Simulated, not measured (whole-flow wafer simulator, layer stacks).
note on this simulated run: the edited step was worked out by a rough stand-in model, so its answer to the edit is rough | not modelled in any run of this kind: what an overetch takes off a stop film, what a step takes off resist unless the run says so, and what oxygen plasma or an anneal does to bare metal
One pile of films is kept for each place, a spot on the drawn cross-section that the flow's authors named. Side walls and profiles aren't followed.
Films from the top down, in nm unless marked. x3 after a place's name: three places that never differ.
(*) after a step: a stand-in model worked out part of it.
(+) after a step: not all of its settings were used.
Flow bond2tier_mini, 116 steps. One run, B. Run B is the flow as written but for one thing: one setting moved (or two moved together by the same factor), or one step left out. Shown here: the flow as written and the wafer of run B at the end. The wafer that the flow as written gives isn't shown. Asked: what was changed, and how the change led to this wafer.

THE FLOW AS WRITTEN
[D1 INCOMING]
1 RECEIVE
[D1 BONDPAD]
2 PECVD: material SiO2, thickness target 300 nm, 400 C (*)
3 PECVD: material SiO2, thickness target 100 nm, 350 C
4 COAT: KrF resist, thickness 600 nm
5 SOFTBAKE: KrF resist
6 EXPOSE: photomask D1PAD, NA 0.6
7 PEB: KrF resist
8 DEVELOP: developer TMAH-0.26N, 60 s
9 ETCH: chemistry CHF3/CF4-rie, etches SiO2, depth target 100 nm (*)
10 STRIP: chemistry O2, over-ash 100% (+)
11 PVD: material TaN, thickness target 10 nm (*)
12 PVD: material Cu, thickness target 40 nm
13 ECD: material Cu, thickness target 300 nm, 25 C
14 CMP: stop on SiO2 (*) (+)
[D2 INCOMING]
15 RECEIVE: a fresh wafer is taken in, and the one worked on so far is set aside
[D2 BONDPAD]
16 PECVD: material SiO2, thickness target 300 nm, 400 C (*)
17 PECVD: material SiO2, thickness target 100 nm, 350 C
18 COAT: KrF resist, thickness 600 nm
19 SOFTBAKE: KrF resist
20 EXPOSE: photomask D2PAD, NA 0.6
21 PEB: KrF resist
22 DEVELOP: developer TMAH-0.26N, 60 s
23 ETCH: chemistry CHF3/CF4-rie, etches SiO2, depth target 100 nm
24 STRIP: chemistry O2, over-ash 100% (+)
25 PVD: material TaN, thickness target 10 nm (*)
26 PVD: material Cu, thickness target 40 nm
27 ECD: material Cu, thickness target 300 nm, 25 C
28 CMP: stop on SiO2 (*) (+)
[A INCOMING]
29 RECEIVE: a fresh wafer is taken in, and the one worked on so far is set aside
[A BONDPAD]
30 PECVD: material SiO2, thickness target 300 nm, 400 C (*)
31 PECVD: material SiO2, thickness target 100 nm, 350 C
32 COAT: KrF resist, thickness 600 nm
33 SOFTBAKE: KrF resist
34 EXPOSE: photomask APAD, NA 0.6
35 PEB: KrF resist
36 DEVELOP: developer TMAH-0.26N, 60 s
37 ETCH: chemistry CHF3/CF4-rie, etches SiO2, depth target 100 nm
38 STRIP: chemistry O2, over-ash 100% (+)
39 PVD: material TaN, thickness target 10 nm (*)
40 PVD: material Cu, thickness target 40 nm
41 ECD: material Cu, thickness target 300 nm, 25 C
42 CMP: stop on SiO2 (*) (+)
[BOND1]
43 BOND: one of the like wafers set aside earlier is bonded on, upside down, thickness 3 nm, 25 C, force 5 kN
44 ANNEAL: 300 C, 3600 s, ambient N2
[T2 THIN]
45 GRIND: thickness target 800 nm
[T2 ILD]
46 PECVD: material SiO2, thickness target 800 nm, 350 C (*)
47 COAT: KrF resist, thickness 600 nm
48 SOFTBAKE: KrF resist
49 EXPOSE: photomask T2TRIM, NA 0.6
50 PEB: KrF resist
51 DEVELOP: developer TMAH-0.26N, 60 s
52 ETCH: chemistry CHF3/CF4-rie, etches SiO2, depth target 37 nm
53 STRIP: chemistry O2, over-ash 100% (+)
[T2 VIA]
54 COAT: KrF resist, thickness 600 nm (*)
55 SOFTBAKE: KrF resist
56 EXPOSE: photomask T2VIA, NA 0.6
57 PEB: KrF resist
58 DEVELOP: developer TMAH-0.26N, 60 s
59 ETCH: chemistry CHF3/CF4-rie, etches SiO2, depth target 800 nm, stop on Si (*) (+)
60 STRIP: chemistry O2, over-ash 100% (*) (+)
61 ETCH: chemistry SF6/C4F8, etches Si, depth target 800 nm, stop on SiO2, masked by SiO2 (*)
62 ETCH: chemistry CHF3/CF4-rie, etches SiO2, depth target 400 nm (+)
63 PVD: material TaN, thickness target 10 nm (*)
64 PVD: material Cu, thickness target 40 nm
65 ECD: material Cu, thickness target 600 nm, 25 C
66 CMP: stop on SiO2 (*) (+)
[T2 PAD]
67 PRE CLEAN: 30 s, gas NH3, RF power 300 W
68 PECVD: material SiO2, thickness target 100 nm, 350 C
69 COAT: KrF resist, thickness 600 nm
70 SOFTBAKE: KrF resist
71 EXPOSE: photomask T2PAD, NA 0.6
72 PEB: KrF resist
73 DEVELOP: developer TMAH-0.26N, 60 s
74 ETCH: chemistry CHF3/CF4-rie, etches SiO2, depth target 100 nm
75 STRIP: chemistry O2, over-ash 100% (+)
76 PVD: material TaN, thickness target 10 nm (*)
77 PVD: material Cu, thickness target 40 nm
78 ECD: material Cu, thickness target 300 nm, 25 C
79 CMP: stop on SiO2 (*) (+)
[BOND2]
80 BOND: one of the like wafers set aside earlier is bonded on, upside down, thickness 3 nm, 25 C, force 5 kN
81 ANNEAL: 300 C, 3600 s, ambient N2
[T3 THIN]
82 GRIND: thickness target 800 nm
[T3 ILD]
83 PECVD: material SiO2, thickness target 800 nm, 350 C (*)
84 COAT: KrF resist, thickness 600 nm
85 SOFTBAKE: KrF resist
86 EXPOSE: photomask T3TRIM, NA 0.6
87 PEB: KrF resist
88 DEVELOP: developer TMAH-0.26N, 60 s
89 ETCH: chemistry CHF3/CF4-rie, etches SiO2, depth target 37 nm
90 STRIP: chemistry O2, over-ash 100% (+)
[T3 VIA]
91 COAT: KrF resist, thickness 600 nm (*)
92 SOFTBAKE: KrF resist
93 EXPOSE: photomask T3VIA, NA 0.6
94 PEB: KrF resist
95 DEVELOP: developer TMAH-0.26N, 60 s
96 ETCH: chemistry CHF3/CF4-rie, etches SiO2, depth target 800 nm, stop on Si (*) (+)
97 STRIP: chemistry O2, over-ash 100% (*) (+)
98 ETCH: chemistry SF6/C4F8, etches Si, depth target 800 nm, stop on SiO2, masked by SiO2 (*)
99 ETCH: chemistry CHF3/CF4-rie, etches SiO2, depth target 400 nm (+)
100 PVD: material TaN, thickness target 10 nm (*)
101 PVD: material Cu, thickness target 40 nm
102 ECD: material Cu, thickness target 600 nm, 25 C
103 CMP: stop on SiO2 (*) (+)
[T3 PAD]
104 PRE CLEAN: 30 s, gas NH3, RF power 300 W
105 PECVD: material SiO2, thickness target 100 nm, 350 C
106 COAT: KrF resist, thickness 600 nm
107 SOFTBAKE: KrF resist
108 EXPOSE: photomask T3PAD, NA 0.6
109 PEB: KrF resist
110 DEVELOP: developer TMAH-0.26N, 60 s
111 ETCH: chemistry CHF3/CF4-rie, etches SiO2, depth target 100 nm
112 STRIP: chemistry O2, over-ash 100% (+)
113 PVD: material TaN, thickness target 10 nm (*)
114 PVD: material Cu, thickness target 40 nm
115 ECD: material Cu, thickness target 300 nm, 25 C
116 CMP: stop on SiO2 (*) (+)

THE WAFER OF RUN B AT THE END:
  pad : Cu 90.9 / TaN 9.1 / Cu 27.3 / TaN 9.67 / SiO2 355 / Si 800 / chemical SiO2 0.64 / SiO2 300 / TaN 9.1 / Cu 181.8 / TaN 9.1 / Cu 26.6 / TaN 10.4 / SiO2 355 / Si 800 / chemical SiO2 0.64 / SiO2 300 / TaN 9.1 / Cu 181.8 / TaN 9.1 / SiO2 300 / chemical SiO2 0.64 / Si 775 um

The cause: step 63, PVD: thickness target 10.8 nm was run, where the flow has thickness target 10 nm.

How the change led to this, step by step:
  63 PVD: material TaN, thickness target 10 nm (*)
      field: TaN +10.8 (new film) (as written it would be: TaN +10 (new film))
      pad: TaN +10.4 (new film) (as written it would be: TaN +9.67 (new film))
  66 CMP: stop on SiO2 (*) (+)
      field: Cu -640 (all of it), TaN -10.8 (all of it) (as written it would be: Cu -640 (all of it), TaN -10 (all of it))
